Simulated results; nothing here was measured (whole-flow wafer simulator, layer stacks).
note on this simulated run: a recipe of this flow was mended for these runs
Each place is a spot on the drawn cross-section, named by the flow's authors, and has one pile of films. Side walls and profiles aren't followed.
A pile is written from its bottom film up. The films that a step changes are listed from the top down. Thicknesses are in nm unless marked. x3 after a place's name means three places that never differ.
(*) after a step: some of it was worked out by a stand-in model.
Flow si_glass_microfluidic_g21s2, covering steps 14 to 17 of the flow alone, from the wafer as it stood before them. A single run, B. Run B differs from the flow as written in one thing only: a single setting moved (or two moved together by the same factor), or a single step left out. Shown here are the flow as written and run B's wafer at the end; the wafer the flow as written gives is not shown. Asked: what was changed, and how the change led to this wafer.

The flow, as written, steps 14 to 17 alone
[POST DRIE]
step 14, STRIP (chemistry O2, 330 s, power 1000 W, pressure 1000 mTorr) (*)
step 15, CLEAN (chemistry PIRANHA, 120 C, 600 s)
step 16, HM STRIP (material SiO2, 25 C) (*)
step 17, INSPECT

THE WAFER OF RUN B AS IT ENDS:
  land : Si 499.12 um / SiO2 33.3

Cause: step 16, HM STRIP: 16 C was run, though the flow has 25 C.

Step by step, how the change led to this:
  step 16, HM STRIP (material SiO2, 25 C) (*)
      land: SiO2 loses 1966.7 (it would be, as written: SiO2 loses 2000 (all of it))
